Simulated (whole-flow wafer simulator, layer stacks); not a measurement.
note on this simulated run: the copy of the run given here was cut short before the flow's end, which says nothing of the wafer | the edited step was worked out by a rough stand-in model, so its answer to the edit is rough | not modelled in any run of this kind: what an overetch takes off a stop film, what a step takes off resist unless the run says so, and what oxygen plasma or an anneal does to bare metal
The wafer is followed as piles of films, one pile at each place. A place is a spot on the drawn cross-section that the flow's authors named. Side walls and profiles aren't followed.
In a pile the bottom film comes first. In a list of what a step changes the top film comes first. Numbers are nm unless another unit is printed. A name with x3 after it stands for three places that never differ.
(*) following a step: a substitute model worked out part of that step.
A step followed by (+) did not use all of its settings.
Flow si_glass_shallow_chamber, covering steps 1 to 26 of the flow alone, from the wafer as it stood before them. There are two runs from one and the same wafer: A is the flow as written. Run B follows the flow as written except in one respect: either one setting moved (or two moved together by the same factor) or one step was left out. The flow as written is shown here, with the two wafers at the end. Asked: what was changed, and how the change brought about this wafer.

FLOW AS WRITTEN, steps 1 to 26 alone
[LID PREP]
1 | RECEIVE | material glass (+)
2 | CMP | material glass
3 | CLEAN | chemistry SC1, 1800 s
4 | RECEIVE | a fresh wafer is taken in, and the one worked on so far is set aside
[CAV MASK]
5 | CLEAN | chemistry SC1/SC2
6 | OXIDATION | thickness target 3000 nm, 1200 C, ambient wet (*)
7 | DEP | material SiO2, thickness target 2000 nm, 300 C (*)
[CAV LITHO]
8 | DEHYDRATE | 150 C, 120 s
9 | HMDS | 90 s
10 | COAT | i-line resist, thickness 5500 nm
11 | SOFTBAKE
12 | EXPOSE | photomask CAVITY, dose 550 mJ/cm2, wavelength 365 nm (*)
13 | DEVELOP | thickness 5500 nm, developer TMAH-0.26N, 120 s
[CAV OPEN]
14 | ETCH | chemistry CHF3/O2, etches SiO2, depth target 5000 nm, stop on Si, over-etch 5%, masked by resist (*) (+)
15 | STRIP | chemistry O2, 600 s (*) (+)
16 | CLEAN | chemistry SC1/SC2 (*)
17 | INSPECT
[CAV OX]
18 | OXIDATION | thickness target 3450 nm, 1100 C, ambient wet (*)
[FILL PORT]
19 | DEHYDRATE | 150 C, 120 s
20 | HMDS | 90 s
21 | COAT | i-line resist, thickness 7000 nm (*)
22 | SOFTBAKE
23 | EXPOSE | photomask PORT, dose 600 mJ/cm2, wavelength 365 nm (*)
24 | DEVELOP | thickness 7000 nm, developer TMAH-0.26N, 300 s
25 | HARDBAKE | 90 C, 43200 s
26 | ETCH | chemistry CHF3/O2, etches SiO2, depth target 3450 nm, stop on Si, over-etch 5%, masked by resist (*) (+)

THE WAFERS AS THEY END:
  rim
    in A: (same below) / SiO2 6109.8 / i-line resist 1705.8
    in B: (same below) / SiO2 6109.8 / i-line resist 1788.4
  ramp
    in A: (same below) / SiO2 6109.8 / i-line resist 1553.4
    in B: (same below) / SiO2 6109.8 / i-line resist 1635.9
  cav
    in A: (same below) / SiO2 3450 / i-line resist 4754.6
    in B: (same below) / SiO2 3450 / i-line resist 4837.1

What caused this: step 26, ETCH: over-etch 2.13% was run, while the flow as written has over-etch 5%.

Step by step, how the change led to this:
  26 | ETCH | chemistry CHF3/O2, etches SiO2, depth target 3450 nm, stop on Si, over-etch 5%, masked by resist (*) (+)
      rim, ramp, cav, ring: A i-line resist loses 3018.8 | B i-line resist loses 2936.2
      port: A SiO2 loses 3450 (all of it), Si loses 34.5 | B SiO2 loses 3450 (all of it), Si loses 14.7
      (and at 1 other place as well)
